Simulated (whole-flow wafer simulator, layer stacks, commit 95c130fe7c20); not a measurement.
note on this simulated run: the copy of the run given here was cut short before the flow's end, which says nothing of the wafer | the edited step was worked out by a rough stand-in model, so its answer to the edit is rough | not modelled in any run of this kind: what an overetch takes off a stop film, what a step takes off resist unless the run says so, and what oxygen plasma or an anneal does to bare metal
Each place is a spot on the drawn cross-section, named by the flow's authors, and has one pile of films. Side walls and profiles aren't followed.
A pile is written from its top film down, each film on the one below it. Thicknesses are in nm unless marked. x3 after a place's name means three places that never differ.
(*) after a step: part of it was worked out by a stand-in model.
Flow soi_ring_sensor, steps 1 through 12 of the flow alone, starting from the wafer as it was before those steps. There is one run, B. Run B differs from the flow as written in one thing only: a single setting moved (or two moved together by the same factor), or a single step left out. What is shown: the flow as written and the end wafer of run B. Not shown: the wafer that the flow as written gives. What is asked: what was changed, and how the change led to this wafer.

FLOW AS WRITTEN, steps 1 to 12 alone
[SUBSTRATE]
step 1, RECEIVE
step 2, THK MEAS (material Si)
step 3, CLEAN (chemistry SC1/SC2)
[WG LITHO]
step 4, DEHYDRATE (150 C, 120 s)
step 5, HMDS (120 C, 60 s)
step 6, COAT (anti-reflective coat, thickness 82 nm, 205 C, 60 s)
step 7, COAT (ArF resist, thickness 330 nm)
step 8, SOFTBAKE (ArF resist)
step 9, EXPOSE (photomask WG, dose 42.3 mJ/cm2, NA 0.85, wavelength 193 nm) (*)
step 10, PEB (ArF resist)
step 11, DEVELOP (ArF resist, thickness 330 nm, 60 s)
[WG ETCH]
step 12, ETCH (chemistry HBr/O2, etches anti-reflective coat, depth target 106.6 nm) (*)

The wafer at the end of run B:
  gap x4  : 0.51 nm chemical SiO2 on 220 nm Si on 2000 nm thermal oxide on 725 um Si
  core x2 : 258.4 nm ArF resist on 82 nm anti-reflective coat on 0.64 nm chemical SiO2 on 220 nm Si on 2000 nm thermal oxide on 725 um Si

The reason: step 12, ETCH: depth target 84.7 nm was run, whereas the flow has depth target 106.6 nm.

The path from the change to this, step by step:
  step 12, ETCH (chemistry HBr/O2, etches anti-reflective coat, depth target 106.6 nm) (*)
      gap x4: -82 anti-reflective coat (all of it), -0.14 chemical SiO2 (as written it would have been: -82 anti-reflective coat (all of it), -0.64 chemical SiO2 (all of it))
      core x2: -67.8 ArF resist (as written it would have been: -85.3 ArF resist)
